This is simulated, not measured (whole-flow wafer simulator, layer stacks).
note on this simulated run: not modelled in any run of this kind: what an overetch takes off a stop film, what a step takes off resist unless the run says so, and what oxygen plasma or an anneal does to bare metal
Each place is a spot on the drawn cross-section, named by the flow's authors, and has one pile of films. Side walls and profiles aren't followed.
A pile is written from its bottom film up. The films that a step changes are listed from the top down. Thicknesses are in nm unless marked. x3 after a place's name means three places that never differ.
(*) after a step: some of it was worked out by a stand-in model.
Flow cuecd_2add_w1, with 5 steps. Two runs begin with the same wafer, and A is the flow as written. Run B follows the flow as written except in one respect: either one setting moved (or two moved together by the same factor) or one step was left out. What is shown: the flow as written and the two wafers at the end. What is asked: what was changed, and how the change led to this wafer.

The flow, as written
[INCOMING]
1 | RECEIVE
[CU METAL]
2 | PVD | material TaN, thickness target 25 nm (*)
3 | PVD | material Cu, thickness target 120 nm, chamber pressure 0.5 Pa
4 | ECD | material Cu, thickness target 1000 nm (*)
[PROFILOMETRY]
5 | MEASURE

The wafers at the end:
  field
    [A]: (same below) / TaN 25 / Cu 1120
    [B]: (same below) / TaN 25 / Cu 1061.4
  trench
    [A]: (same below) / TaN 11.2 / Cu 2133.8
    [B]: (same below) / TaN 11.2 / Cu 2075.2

Cause: step 3, PVD: thickness target 61.4 nm was run, though the flow has thickness target 120 nm.

The path from the change to this, step by step:
  3 | PVD | material Cu, thickness target 120 nm, chamber pressure 0.5 Pa
      field: A +120 Cu (new film) | B +61.4 Cu (new film)
      trench: A +53.6 Cu (new film) | B +27.9 Cu (new film)
